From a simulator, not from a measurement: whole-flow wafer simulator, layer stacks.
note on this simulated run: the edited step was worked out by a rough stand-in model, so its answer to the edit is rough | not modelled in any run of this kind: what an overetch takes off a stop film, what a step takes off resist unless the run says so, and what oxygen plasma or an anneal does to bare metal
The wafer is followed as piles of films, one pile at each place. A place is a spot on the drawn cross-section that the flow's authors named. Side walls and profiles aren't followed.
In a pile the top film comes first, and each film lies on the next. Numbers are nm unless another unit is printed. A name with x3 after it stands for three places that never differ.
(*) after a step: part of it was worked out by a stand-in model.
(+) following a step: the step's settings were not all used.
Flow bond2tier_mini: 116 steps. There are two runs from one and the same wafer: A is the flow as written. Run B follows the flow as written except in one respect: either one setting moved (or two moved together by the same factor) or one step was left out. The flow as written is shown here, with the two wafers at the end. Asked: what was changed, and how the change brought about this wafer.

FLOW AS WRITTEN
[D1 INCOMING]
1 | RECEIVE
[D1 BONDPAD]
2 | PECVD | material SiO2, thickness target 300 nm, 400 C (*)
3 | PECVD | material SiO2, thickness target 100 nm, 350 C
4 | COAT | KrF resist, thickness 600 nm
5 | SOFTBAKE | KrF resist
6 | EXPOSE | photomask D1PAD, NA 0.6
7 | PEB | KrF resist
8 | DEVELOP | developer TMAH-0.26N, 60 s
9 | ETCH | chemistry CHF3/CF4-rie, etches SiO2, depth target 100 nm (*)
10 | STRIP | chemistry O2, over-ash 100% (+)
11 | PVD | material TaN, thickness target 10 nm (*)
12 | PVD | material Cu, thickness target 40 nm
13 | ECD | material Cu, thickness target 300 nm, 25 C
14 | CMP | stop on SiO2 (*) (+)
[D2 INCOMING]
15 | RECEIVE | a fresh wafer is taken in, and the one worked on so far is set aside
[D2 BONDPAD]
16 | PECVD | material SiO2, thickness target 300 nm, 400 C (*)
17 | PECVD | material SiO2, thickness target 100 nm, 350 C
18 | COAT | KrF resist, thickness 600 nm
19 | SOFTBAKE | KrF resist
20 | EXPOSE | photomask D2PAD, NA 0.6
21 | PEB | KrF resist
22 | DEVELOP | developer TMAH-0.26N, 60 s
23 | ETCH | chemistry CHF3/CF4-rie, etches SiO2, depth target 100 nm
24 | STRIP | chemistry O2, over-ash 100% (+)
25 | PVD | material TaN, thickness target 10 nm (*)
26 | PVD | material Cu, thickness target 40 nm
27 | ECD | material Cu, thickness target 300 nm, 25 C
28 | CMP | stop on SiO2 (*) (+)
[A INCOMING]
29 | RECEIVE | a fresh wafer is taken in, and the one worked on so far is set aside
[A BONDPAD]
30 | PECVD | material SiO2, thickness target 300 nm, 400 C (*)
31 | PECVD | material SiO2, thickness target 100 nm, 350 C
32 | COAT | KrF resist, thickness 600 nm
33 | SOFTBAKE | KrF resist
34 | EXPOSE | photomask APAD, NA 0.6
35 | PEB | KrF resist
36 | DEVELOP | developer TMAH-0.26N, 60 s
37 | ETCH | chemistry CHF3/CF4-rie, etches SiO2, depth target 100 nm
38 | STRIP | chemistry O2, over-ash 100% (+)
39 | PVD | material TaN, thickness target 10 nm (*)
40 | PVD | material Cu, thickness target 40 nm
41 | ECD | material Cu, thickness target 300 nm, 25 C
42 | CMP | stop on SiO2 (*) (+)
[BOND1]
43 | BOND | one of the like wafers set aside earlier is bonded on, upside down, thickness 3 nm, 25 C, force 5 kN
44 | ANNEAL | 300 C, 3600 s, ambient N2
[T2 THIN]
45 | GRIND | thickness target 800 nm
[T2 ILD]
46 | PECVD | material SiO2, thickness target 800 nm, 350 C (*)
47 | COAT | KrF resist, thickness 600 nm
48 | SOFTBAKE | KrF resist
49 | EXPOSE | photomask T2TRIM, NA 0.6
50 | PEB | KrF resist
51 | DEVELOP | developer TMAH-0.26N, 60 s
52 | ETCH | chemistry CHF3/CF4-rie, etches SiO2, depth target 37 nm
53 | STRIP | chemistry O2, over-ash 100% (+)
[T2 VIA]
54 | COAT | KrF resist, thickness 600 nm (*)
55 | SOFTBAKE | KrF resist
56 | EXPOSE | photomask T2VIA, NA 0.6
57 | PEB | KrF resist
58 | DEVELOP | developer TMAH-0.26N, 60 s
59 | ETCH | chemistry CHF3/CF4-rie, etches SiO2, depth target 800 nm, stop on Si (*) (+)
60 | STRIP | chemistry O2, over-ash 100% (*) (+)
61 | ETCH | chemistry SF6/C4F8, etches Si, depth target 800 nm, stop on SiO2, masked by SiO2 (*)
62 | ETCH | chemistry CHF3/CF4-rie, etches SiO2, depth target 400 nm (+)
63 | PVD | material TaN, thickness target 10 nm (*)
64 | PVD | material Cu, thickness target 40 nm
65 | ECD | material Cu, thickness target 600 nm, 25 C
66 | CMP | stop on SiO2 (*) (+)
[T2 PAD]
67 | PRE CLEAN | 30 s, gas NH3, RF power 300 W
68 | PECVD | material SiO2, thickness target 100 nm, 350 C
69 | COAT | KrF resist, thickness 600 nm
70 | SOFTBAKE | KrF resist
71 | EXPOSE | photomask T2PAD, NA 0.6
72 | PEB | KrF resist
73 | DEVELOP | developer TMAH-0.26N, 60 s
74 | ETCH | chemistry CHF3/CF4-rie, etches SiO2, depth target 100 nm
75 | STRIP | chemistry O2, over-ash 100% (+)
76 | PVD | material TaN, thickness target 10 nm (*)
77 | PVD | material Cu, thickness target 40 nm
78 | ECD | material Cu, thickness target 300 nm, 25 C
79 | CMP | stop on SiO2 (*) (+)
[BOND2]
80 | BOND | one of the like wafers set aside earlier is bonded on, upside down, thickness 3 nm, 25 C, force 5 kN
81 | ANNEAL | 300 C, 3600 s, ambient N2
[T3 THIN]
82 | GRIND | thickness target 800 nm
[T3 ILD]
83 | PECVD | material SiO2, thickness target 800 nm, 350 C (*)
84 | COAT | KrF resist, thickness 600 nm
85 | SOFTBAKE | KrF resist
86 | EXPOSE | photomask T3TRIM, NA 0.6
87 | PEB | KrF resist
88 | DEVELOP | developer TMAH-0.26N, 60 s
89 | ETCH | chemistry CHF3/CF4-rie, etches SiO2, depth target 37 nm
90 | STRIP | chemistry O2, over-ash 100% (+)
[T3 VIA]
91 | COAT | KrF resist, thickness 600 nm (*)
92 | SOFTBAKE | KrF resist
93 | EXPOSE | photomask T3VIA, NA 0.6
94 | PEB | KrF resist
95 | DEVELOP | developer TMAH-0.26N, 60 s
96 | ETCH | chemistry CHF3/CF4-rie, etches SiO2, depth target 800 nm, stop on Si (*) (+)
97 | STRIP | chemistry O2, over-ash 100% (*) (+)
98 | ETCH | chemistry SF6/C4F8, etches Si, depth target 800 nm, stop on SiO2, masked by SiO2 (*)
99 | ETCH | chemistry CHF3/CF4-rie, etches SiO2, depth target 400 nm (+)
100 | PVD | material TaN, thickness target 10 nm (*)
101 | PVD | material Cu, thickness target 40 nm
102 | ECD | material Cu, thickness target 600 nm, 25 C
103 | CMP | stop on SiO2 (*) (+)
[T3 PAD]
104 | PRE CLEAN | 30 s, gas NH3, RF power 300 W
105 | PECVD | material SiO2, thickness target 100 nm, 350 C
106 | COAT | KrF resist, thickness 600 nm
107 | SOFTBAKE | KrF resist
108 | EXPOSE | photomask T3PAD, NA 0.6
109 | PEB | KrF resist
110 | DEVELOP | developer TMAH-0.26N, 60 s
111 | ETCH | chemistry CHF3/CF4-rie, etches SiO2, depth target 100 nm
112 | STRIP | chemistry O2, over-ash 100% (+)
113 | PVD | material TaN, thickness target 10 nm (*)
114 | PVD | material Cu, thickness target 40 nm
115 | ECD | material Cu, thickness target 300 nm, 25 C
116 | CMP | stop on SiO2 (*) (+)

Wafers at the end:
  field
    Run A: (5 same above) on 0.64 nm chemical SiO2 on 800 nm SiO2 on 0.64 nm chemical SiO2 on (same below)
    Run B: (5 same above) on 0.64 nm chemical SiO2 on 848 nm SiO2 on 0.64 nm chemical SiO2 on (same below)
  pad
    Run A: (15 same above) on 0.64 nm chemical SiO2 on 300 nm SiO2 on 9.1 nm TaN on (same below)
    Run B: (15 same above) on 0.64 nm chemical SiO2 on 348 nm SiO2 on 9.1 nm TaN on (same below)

What caused this: step 2, PECVD: thickness target 348 nm was run, whereas the flow has thickness target 300 nm.
One can read it off the wafer: pad has SiO2 348, and step 2 as written asks for 300 nm.

How this came from the change, step by step:
  2 | PECVD | material SiO2, thickness target 300 nm, 400 C (*)
      field, pad, via: A +300 SiO2 (new film) | B +348 SiO2 (new film)
  43 | BOND | one of the like wafers set aside earlier is bonded on, upside down, thickness 3 nm, 25 C, force 5 kN
      field: A +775 um Si (new film), +0.64 chemical SiO2 (new film), +400 SiO2 | B +775 um Si (new film), +0.64 chemical SiO2 (new film), +448 SiO2
      pad: A +775 um Si (new film), +0.64 chemical SiO2 (new film), +300 SiO2 (new film), +9.1 TaN (new film), +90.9 Cu | B +775 um Si (new film), +0.64 chemical SiO2 (new film), +348 SiO2 (new film), +9.1 TaN (new film), +90.9 Cu
      (and at 1 other place as well)
